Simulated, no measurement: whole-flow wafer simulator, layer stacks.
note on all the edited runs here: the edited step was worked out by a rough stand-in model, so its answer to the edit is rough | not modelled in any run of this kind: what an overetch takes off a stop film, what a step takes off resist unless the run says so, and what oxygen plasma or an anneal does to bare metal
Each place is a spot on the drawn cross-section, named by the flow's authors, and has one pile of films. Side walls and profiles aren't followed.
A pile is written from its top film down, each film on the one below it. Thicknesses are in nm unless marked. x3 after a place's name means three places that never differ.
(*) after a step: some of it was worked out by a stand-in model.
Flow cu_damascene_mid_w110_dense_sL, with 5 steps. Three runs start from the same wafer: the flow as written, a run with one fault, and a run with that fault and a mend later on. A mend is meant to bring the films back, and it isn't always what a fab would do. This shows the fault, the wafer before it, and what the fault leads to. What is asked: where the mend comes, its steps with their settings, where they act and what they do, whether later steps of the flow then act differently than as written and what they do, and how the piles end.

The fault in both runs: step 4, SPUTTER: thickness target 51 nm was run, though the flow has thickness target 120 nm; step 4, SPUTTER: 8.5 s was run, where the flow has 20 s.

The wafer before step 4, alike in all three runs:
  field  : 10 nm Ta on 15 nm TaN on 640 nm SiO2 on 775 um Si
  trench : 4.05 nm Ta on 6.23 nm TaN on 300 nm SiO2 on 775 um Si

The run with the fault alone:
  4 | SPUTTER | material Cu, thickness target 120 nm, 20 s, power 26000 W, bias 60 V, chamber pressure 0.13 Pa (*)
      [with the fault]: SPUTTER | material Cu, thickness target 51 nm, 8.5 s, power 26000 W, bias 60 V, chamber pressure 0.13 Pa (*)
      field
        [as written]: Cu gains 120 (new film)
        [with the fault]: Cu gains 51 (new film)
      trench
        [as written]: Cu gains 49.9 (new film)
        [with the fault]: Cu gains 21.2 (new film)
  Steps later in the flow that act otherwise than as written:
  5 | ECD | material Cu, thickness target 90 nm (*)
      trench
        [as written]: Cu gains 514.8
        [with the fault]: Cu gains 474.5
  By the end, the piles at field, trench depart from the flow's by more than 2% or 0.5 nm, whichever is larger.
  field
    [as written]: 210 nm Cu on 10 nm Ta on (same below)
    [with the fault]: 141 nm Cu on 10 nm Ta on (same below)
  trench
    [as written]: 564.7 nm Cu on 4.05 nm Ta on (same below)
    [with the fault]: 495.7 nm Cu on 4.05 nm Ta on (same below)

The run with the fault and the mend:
  The mend stands after step 4.
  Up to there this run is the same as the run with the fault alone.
  4a | SPUTTER | material Cu, thickness target 69 nm, 11.5 s, power 26000 W, bias 60 V, chamber pressure 0.13 Pa (*) (a further turn of the flow's step 4, with different settings)
      field
        Cu gains 69
      trench
        Cu gains 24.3
  Every later step of the flow that is run acts as written, at every place that is followed, to within 2% or 0.5 nm, whichever is larger.
  The piles end the same as the flow's at every place that both follow.
